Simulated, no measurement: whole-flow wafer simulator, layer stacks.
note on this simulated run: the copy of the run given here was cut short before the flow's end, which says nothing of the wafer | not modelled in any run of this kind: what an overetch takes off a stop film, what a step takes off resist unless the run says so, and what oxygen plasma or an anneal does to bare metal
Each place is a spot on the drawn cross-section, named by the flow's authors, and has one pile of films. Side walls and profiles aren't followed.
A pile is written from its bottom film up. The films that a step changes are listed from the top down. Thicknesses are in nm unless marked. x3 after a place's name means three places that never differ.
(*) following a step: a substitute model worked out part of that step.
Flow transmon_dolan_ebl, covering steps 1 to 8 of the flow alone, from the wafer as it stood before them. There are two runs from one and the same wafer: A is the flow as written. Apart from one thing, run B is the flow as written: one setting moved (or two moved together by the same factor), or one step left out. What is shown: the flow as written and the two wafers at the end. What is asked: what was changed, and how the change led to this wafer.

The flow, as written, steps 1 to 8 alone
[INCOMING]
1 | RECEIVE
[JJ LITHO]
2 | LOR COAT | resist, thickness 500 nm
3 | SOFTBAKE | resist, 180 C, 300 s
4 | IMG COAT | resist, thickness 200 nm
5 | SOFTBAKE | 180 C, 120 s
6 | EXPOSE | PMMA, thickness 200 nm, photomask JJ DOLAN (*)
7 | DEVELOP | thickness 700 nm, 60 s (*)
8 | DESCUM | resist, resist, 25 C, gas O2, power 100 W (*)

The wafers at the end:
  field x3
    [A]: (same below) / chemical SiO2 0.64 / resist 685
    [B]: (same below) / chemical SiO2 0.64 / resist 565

Cause: step 4, IMG COAT: thickness 80 nm was run, whereas the flow has thickness 200 nm.

How this came from the change, step by step:
  4 | IMG COAT | resist, thickness 200 nm
      field x3, jj_line: A +200 resist | B +80 resist
  7 | DEVELOP | thickness 700 nm, 60 s (*)
      jj_line: A -700 resist (all of it) | B -580 resist (all of it)
